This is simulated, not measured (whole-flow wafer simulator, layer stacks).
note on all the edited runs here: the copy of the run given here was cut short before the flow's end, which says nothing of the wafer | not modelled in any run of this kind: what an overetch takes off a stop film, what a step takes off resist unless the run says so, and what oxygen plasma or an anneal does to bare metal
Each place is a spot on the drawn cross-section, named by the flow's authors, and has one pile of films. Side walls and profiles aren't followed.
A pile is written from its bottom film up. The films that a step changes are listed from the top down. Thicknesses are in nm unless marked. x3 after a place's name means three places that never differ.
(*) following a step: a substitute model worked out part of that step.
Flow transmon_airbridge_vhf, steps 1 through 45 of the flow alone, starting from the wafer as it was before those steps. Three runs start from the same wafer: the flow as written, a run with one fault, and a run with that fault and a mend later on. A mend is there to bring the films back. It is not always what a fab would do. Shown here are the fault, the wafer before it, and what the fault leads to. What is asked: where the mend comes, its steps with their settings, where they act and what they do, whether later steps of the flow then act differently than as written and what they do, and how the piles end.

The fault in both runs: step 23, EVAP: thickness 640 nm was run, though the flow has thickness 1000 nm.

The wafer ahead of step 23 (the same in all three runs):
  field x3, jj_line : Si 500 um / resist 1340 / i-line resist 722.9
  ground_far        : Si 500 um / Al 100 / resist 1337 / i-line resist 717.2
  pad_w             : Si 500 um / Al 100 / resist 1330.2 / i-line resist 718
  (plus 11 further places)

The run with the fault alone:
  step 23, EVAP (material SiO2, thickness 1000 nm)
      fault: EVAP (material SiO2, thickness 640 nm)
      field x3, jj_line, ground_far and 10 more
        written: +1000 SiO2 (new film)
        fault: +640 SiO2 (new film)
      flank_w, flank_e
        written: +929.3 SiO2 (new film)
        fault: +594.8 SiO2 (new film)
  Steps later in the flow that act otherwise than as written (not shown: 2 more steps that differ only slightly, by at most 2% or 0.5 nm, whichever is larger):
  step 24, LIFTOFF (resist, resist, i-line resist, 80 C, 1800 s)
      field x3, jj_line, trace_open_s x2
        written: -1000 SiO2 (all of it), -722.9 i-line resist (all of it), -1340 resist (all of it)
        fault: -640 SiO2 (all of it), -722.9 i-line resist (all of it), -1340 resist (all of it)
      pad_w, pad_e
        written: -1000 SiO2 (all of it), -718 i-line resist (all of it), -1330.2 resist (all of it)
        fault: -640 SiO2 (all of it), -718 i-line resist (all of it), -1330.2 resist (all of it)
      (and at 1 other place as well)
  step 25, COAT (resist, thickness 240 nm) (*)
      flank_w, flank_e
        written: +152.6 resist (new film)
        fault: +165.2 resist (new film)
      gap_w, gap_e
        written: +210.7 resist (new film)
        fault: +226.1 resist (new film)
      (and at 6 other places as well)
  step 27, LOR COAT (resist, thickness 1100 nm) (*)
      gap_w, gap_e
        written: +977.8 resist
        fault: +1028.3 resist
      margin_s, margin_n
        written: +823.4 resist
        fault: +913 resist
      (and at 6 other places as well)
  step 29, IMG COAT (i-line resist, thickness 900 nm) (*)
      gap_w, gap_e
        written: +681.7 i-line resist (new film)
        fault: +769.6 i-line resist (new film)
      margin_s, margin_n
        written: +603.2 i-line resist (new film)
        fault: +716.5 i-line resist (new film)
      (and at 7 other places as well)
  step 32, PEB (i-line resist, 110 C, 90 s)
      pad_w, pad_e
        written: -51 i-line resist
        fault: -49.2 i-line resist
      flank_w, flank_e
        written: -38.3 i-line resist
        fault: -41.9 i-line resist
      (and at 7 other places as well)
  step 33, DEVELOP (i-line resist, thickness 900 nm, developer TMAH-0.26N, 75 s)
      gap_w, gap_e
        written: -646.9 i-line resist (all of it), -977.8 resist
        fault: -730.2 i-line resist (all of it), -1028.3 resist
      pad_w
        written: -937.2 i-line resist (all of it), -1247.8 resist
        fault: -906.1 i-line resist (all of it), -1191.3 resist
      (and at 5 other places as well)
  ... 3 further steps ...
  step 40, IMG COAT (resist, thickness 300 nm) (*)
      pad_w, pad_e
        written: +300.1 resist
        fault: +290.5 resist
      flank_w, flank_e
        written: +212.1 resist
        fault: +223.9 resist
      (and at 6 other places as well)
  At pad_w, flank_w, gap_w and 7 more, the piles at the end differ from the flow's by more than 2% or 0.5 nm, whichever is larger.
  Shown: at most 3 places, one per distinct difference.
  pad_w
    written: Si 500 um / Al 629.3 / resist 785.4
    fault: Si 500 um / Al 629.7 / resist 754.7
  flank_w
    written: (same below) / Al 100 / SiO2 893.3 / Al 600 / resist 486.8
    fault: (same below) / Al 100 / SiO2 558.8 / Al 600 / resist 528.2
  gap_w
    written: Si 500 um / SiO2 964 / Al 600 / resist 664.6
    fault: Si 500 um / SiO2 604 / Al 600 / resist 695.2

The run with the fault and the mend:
  The mend follows step 23.
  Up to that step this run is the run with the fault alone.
  step 23a, EVAP (material SiO2, thickness 360 nm) (the flow's step 23, run once more with other settings)
      field x3, jj_line, ground_far and 10 more
        +360 SiO2
      flank_w, flank_e
        +334.9 SiO2
  None of the later steps of the flow differs from how it acts as written, at any place that is followed, by more than 2% or 0.5 nm, whichever is larger.
  When the end is reached, the piles differ only a little from the flow's at the places that both follow, at most by 2% or 0.5 nm, whichever is larger.
